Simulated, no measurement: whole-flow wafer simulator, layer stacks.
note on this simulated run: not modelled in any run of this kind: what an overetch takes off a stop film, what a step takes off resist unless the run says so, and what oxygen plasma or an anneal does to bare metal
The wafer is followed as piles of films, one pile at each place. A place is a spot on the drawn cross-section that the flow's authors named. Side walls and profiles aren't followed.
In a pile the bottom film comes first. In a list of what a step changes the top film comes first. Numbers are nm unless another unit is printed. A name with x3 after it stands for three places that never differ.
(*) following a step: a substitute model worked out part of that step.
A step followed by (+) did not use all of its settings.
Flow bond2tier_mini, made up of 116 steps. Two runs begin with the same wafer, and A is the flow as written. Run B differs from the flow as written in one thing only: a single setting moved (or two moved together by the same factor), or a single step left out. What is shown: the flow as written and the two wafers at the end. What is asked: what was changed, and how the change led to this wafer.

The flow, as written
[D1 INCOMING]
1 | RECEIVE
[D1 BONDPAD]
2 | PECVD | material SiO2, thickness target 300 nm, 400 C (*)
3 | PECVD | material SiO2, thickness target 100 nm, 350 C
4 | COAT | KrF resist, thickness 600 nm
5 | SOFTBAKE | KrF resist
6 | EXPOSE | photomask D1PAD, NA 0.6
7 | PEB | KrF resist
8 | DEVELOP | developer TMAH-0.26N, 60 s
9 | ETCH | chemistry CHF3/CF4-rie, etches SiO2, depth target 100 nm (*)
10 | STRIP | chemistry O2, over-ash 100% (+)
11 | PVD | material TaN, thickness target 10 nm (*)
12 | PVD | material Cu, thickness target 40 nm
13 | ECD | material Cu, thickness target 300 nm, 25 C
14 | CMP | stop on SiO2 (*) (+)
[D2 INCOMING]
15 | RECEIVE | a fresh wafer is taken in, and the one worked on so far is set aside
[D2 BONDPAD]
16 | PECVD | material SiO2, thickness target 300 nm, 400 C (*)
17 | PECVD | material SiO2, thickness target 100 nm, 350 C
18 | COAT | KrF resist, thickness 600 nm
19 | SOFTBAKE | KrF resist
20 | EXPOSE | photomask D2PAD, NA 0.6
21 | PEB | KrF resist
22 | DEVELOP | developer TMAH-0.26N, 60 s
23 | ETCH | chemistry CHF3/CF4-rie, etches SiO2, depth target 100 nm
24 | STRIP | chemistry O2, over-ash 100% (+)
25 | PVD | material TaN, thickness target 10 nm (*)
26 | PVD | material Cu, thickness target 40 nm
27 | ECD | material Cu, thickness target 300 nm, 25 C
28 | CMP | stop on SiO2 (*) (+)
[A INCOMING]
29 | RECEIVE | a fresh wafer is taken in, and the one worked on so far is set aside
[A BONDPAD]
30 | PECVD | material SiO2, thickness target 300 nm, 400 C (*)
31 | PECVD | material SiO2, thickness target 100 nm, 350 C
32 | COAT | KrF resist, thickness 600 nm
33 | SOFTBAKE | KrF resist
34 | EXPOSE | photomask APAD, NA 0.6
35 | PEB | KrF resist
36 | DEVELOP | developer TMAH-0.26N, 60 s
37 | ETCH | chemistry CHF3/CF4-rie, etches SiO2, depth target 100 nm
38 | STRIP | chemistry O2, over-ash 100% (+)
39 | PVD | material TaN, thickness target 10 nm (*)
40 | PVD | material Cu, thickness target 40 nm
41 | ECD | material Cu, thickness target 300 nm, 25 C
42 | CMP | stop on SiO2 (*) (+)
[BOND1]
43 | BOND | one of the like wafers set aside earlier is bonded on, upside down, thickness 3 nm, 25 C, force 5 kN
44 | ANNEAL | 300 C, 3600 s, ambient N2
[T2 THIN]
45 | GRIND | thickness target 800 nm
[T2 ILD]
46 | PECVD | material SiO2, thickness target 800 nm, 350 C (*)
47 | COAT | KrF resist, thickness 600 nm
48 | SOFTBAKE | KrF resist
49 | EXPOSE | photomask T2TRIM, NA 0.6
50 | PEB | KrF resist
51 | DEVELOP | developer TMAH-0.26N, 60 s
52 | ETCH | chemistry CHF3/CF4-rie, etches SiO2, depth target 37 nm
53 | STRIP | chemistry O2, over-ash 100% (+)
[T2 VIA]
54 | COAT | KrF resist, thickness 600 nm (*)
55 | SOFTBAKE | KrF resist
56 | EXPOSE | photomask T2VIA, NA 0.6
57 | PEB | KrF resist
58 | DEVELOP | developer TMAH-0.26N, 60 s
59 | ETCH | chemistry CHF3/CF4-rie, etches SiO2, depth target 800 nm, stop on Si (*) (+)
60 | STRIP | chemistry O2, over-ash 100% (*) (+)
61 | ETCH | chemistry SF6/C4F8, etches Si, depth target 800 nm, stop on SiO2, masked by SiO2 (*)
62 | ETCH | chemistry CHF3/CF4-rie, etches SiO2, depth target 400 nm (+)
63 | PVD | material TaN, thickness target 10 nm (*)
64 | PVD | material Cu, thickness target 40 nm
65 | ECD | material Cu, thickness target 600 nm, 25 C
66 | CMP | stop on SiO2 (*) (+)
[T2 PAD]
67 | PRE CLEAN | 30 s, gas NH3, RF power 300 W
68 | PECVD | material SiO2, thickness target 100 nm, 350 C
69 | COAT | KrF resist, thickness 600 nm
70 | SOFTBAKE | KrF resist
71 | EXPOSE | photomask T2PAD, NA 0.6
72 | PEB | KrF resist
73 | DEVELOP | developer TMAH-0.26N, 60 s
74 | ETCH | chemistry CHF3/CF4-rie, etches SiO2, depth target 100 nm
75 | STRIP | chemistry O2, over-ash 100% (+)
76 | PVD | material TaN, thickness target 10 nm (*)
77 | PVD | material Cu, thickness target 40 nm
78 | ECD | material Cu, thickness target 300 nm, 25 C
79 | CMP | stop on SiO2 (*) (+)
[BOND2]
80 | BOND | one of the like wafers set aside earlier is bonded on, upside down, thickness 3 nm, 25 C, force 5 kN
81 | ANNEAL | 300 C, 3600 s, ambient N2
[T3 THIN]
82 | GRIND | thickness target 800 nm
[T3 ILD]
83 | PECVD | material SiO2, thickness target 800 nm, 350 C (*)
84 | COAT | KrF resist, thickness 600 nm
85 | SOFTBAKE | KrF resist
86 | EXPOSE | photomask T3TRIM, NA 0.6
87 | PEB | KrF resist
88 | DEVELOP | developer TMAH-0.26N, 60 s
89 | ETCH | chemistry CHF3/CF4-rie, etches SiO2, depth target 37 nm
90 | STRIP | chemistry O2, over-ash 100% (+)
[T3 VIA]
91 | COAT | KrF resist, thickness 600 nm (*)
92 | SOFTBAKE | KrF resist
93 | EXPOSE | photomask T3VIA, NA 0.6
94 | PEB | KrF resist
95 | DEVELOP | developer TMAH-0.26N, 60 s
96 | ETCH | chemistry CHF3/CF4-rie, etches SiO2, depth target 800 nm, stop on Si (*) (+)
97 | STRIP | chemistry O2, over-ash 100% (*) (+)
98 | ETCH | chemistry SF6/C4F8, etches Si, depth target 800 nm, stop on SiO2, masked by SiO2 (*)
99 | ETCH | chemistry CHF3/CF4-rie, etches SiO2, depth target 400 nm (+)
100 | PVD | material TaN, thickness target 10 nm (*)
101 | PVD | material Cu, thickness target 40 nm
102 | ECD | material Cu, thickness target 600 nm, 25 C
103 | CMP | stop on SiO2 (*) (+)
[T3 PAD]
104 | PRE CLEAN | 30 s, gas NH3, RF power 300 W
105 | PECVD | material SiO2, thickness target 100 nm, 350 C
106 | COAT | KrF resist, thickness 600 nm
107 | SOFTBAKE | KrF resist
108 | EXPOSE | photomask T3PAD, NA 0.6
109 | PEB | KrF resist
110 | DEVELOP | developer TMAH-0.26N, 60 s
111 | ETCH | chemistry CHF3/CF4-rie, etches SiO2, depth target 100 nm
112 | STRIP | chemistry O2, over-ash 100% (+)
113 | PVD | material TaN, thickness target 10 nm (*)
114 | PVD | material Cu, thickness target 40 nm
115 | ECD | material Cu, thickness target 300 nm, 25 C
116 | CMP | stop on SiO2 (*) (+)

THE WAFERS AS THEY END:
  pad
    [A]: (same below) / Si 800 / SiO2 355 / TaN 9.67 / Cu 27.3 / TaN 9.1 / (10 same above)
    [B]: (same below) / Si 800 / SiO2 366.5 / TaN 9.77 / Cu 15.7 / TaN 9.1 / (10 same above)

The reason: step 52, ETCH: depth target 25.5 nm was run, while the flow as written has depth target 37 nm.

Step by step, how the change led to this:
  52 | ETCH | chemistry CHF3/CF4-rie, etches SiO2, depth target 37 nm
      pad, via: A SiO2 loses 37 | B SiO2 loses 25.5
      field: A KrF resist loses 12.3 | B KrF resist loses 8.5
